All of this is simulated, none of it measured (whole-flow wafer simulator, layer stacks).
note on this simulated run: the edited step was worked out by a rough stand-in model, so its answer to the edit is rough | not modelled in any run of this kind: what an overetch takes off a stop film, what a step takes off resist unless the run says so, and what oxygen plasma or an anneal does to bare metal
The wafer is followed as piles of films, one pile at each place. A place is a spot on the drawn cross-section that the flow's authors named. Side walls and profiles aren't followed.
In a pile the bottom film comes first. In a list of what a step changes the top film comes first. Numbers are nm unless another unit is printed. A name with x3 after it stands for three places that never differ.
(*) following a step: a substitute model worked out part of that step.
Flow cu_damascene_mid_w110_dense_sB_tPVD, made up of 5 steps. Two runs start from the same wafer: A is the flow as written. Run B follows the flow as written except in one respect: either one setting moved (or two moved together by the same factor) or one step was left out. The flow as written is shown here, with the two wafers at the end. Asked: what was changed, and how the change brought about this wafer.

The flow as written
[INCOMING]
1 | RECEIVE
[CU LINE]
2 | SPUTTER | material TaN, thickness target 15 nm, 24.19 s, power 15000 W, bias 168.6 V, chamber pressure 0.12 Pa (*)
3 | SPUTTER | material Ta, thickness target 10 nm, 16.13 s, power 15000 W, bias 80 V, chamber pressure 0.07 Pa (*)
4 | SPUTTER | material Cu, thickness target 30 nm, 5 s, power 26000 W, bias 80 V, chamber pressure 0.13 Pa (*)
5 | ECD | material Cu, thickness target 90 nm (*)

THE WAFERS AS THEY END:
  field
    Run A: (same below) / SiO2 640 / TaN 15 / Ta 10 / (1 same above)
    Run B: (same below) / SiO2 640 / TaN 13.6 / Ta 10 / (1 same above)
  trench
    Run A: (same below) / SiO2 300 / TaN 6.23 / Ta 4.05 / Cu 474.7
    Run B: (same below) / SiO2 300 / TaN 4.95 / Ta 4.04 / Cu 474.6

Cause: step 2, SPUTTER: bias 229.3 V was run, whereas the flow has bias 168.6 V.

How this came from the change, step by step:
  2 | SPUTTER | material TaN, thickness target 15 nm, 24.19 s, power 15000 W, bias 168.6 V, chamber pressure 0.12 Pa (*)
      field: A TaN gains 15 (new film) | B TaN gains 13.6 (new film)
      trench: A TaN gains 6.23 (new film) | B TaN gains 4.95 (new film)
